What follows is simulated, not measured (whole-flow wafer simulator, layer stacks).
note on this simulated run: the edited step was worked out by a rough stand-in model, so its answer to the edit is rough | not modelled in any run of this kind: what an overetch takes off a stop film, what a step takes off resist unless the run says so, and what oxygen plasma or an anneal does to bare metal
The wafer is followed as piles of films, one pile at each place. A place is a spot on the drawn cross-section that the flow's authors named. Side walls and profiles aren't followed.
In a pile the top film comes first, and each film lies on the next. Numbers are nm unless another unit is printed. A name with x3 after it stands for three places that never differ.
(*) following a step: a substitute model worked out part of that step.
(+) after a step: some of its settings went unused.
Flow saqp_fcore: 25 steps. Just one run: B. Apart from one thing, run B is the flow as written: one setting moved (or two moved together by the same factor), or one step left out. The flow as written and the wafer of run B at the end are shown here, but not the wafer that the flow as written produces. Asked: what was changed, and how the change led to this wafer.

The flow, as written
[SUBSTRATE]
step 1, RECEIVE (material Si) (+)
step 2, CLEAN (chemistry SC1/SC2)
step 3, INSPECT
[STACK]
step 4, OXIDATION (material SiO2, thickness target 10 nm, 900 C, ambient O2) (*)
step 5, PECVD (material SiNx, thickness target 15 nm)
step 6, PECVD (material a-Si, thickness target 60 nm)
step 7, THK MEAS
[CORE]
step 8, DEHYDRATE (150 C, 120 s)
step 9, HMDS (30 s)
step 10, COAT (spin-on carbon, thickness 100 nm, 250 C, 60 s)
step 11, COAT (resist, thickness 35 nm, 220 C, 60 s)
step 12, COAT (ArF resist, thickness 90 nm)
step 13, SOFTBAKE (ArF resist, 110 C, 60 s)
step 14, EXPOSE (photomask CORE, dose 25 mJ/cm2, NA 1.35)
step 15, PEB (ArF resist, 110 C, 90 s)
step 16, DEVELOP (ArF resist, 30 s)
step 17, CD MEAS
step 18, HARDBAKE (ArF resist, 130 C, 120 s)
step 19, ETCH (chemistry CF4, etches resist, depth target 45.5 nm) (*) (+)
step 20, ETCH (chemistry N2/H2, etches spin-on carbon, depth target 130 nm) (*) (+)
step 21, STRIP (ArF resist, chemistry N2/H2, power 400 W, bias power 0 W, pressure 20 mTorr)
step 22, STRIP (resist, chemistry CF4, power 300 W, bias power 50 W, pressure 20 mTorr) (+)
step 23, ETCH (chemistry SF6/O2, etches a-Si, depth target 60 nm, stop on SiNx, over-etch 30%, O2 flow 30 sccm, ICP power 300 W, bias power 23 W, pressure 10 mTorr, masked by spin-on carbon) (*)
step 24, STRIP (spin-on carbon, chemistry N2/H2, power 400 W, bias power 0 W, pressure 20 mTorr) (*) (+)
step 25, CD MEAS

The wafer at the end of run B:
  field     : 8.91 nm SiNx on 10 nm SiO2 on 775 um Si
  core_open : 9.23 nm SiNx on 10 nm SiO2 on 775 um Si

What caused this: step 23, ETCH: over-etch 42.7% was run, whereas the flow has over-etch 30%.

The path from the change to this, step by step:
  step 23, ETCH (chemistry SF6/O2, etches a-Si, depth target 60 nm, stop on SiNx, over-etch 30%, O2 flow 30 sccm, ICP power 300 W, bias power 23 W, pressure 10 mTorr, masked by spin-on carbon) (*)
      field: -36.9 a-Si (all of it), -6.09 SiNx (in the flow as written it would be: -36.9 a-Si (all of it), -5.14 SiNx)
      core_open: -39.4 a-Si (all of it), -5.77 SiNx (in the flow as written it would be: -39.4 a-Si (all of it), -4.82 SiNx)
      (as well as at 1 more place)
